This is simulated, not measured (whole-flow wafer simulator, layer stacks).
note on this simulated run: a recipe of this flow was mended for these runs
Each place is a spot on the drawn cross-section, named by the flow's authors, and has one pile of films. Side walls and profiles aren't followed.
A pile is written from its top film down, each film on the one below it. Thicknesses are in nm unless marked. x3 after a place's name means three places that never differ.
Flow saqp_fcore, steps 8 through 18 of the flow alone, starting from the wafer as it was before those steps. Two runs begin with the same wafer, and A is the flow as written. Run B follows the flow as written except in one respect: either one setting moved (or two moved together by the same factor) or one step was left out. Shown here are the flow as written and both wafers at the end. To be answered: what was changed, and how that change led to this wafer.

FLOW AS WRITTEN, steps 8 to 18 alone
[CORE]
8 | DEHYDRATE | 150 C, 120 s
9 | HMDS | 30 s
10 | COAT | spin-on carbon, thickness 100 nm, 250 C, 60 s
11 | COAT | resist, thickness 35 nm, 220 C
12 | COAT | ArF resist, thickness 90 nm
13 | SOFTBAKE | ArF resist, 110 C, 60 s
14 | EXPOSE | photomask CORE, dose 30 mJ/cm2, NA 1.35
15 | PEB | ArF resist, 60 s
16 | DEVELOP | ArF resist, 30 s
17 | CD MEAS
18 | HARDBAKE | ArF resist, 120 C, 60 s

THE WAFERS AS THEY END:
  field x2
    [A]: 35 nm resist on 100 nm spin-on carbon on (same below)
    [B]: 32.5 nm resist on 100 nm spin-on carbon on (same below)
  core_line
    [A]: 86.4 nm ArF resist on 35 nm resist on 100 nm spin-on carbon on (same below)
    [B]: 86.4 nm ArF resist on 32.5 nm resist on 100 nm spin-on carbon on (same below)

What caused this: step 11, COAT: thickness 32.5 nm was run, though the flow has thickness 35 nm.
The wafer lets one read it off: field x2 has resist 32.5, and step 11 as written asks for 35 nm.

The path from the change to this, step by step:
  11 | COAT | resist, thickness 35 nm, 220 C
      field x2, core_line: A +35 resist (new film) | B +32.5 resist (new film)
